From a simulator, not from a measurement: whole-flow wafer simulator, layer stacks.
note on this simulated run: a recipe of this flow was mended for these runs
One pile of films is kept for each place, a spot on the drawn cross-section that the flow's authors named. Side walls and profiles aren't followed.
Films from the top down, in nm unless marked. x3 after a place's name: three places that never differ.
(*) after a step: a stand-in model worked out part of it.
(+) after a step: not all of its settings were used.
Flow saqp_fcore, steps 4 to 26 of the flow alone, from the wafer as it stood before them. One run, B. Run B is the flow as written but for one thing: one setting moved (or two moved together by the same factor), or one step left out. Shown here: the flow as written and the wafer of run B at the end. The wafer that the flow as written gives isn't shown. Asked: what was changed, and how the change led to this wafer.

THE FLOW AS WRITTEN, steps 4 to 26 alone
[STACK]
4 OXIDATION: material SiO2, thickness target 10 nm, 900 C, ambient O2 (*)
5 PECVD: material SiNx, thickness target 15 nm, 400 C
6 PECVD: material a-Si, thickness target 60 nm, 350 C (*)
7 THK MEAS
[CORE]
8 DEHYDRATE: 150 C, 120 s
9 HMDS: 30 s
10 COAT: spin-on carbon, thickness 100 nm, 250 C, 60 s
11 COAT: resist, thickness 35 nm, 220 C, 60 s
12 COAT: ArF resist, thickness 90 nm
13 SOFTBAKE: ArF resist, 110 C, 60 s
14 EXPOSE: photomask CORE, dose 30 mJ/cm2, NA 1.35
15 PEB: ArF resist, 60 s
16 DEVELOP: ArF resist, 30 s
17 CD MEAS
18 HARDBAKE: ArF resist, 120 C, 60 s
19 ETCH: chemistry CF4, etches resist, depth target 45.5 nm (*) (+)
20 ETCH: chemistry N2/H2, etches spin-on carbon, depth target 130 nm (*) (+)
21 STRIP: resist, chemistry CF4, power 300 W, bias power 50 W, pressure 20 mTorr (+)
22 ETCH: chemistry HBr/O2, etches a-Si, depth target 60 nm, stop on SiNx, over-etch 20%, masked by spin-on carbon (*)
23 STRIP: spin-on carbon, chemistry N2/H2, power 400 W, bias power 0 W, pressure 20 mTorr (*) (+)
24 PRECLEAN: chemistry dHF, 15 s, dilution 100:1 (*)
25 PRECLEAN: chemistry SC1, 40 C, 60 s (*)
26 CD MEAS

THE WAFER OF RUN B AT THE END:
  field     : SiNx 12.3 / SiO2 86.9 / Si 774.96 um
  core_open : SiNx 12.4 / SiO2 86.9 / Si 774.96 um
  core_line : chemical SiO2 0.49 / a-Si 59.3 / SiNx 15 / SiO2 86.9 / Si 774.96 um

The cause: step 4, OXIDATION: 1170 C was run, where the flow has 900 C.

How the change led to this, step by step:
  4 OXIDATION: material SiO2, thickness target 10 nm, 900 C, ambient O2 (*)
      field, core_open, core_line: SiO2 +86.9 (new film), chemical SiO2 -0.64 (all of it), Si -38 (as written it would be: SiO2 +10 (new film), chemical SiO2 -0.64 (all of it), Si -4.12)
